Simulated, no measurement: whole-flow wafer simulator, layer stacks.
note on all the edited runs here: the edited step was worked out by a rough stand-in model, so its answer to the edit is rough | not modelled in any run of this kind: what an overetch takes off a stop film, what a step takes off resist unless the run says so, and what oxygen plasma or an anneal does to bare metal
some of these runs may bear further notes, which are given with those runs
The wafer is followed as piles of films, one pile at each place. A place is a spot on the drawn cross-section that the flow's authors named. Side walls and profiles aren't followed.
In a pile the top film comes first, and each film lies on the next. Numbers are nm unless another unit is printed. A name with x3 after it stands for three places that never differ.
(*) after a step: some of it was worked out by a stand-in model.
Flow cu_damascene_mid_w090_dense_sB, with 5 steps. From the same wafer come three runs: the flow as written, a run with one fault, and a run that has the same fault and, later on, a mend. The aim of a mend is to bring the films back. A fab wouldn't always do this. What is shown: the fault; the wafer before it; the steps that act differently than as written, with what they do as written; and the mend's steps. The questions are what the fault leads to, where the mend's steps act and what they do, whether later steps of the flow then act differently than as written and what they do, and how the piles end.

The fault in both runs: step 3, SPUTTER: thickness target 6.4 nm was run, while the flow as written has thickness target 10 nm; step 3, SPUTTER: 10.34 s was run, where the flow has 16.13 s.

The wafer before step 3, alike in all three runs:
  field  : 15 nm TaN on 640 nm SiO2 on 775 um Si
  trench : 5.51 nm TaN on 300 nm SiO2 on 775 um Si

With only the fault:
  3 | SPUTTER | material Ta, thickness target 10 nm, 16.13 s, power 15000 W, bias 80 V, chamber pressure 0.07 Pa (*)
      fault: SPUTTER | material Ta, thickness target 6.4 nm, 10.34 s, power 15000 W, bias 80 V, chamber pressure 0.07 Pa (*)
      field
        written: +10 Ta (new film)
        fault: +6.4 Ta (new film)
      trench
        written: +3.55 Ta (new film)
        fault: +2.27 Ta (new film)
  Every later step of the flow that is run acts as written, at every place that is followed, to within 2% or 0.5 nm, whichever is larger.
  By the end, the piles at field, trench depart from the flow's by more than 2% or 0.5 nm, whichever is larger.
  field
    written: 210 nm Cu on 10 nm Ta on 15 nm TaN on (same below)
    fault: 210 nm Cu on 6.4 nm Ta on 15 nm TaN on (same below)
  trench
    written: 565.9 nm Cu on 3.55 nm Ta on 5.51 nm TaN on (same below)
    fault: 563.6 nm Cu on 2.27 nm Ta on 5.51 nm TaN on (same below)

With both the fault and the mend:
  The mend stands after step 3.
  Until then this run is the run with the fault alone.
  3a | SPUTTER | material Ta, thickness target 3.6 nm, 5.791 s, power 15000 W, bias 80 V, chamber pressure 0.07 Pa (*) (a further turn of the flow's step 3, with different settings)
      field
        +3.6 Ta
      trench
        +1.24 Ta
  Every later step of the flow that is run acts as written at every place that is followed.
  When the end is reached, the piles differ only a little from the flow's at the places that both follow, at most by 2% or 0.5 nm, whichever is larger.
